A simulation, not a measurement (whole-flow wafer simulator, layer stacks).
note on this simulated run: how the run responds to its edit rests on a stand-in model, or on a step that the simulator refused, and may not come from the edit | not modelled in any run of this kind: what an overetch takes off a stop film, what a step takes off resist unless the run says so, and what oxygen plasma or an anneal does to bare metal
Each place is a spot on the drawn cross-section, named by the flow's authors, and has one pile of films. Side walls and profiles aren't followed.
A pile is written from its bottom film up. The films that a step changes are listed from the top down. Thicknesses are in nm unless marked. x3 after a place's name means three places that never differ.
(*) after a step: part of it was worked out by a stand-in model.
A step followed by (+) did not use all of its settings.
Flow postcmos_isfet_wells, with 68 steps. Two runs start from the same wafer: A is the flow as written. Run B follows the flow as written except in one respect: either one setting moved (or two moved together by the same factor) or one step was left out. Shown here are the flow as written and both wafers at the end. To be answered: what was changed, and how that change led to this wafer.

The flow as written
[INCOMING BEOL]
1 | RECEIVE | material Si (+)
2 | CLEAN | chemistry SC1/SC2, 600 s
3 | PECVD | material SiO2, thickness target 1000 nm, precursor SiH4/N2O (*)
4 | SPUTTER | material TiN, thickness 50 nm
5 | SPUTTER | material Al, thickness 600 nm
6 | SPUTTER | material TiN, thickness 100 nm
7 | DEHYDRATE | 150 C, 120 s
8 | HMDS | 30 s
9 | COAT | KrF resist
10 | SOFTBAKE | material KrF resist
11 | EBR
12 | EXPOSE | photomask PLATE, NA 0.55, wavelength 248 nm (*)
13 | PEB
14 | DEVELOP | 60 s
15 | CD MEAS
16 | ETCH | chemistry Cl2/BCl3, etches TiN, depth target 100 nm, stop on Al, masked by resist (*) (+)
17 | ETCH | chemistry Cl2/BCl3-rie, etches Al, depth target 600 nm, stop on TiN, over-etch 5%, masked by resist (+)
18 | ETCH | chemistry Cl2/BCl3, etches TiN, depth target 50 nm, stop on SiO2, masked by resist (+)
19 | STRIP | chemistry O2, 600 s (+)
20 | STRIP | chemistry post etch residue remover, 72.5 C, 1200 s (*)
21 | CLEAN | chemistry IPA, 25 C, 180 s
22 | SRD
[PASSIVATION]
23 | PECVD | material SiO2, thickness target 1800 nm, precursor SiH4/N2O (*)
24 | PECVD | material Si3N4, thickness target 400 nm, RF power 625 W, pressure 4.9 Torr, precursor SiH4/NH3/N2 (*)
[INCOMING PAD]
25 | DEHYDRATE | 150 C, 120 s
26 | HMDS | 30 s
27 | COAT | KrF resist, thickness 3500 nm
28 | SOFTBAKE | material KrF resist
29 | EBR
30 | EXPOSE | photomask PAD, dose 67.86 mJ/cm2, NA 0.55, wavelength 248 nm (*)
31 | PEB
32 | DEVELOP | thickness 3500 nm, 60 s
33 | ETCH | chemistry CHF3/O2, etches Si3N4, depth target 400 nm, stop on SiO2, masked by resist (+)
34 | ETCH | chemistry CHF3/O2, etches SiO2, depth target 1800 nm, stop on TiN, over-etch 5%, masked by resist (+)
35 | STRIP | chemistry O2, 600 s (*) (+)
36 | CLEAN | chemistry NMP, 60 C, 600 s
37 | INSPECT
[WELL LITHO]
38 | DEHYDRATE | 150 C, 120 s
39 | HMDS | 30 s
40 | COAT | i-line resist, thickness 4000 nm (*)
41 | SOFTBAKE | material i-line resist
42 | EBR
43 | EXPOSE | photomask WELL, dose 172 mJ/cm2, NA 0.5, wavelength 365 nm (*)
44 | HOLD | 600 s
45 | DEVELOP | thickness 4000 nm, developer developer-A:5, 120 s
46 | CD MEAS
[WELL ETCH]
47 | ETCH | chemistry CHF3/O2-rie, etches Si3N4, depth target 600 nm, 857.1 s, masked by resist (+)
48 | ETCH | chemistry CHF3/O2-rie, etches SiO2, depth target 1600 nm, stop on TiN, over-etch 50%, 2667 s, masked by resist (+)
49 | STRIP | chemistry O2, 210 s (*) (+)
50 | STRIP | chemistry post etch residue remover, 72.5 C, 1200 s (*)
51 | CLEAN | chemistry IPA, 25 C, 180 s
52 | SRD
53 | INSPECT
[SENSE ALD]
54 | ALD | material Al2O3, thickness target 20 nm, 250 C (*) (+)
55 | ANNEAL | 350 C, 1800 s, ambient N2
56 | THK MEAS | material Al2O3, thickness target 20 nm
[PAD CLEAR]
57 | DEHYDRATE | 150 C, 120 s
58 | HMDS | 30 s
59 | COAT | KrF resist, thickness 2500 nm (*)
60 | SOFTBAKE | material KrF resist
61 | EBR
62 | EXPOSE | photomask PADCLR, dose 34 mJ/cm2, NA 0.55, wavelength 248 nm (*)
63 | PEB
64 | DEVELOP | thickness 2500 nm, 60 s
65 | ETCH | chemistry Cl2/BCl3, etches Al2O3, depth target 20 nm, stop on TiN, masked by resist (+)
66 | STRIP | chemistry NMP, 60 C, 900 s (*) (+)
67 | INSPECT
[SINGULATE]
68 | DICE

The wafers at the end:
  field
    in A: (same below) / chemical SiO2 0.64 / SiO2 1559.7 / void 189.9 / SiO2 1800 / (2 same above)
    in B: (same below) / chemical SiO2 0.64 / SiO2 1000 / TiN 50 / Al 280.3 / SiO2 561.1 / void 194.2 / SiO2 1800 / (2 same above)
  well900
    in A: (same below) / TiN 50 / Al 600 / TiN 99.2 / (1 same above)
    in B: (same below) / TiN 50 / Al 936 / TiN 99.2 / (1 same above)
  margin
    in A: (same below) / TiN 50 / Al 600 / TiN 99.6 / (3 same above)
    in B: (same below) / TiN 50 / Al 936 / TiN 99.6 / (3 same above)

What caused this: step 5, SPUTTER: thickness 936 nm was run, while the flow as written has thickness 600 nm.
One can read it off the wafer: well900 has Al 936, and step 5 as written asks for 600 nm.

The path from the change to this, step by step:
  5 | SPUTTER | material Al, thickness 600 nm
      field, margin, well900, well1300 x3, pad_rim, pad_clr, pad_open: A Al gains 600 (new film) | B Al gains 936 (new film)
  17 | ETCH | chemistry Cl2/BCl3-rie, etches Al, depth target 600 nm, stop on TiN, over-etch 5%, masked by resist (+)
      field: A Al loses 600 (all of it) | B Al loses 600
  18 | ETCH | chemistry Cl2/BCl3, etches TiN, depth target 50 nm, stop on SiO2, masked by resist (+)
      field: A TiN loses 50 (all of it) | B Al loses 50
  20 | STRIP | chemistry post etch residue remover, 72.5 C, 1200 s (*)
      field: A nothing | B Al loses 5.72
  23 | PECVD | material SiO2, thickness target 1800 nm, precursor SiH4/N2O (*)
      field: A SiO2 gains 1800 (new film), void gains 189.9 (new film), SiO2 gains 559.7 | B SiO2 gains 1800 (new film), void gains 194.2 (new film), SiO2 gains 561.1 (new film)
Taking metal films that touch as one body, field has 1 body; the flow as written gives 0 bodies.
